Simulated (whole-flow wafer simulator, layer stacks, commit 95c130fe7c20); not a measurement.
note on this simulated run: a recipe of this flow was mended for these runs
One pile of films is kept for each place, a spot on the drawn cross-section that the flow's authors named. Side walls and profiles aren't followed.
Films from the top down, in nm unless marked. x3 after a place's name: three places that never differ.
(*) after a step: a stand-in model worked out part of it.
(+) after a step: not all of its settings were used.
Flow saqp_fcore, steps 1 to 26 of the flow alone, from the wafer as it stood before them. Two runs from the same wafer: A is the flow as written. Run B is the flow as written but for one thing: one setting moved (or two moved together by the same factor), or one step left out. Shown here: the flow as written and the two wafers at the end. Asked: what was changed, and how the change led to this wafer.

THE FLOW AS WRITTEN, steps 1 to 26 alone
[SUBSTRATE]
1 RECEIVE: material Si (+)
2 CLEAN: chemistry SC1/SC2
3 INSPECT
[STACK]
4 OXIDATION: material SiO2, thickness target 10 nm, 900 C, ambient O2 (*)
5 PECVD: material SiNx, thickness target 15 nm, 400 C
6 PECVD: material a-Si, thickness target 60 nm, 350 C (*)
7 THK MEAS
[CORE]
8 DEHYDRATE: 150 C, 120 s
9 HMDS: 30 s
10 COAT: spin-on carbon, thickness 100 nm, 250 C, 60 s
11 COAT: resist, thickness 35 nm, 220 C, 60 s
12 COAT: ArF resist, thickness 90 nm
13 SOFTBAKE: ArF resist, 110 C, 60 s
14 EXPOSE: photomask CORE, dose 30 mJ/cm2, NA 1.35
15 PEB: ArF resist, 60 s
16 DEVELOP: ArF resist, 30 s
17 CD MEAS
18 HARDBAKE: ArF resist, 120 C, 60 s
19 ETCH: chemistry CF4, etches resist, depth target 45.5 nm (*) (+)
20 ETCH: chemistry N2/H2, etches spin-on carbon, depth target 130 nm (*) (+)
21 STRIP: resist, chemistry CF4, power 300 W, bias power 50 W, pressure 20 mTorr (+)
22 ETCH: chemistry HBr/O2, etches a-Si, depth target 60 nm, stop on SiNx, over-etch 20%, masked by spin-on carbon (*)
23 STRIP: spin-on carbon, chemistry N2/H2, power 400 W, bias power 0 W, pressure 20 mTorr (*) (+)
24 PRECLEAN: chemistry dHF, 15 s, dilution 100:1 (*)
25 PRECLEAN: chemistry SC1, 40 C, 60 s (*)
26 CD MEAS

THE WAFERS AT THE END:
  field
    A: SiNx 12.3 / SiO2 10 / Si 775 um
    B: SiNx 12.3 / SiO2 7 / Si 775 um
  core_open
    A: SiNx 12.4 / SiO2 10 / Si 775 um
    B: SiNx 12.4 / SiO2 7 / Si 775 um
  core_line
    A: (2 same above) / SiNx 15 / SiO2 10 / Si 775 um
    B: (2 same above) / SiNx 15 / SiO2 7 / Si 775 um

The cause: step 4, OXIDATION: thickness target 7 nm was run, where the flow has thickness target 10 nm.
It can be read off the wafer: field has SiO2 7, and step 4 as written asks for 10 nm.

How the change led to this, step by step:
  4 OXIDATION: material SiO2, thickness target 10 nm, 900 C, ambient O2 (*)
      field, core_open, core_line: A SiO2 +10 (new film), chemical SiO2 -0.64 (all of it), Si -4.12 | B SiO2 +7 (new film), chemical SiO2 -0.64 (all of it), Si -2.8
